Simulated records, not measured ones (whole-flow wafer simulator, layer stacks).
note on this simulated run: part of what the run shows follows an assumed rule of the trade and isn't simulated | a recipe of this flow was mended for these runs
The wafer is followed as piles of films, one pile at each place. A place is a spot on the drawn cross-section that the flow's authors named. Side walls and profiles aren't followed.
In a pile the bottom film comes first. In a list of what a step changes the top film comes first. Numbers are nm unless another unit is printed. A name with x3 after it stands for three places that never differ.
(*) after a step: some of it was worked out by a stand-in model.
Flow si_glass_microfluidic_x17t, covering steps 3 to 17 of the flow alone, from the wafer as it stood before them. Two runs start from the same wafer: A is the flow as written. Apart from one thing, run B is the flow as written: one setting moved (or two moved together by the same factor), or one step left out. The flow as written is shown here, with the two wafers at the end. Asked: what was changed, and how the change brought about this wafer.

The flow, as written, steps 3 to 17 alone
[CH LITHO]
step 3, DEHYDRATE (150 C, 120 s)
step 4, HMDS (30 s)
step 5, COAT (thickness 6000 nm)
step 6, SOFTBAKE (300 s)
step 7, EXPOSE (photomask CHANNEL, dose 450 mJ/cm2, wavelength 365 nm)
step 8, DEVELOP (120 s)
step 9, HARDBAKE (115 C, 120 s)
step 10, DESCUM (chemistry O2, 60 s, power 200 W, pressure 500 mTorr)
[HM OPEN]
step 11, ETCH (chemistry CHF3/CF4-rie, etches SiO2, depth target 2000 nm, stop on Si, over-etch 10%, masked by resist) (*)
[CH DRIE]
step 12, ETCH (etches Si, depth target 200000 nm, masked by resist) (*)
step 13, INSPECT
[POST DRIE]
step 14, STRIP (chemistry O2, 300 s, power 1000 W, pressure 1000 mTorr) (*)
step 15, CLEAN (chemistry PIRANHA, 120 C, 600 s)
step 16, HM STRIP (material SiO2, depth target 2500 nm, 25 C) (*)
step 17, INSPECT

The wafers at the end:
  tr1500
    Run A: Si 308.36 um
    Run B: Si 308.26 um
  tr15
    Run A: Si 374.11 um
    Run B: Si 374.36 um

The reason: step 5, COAT: thickness 6720 nm was run, while the flow as written has thickness 6000 nm.

How this came from the change, step by step:
  step 5, COAT (thickness 6000 nm)
      land, tr110, tr1500, tr15: A thick-i-line-resist gains 6000 (new film) | B thick-i-line-resist gains 6720 (new film)
  step 8, DEVELOP (120 s)
      tr110, tr1500, tr15: A thick-i-line-resist loses 6000 (all of it) | B thick-i-line-resist loses 6720 (all of it)
  step 9, HARDBAKE (115 C, 120 s)
      land: A thick-i-line-resist loses 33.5 | B thick-i-line-resist loses 39.5
  step 12, ETCH (etches Si, depth target 200000 nm, masked by resist) (*)
      tr1500: A Si loses 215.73 um | B Si loses 215.84 um
      tr15: A Si loses 149.99 um | B Si loses 149.74 um
  step 14, STRIP (chemistry O2, 300 s, power 1000 W, pressure 1000 mTorr) (*)
      land: A thick-i-line-resist loses 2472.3 (all of it) | B thick-i-line-resist loses 3185 (all of it)
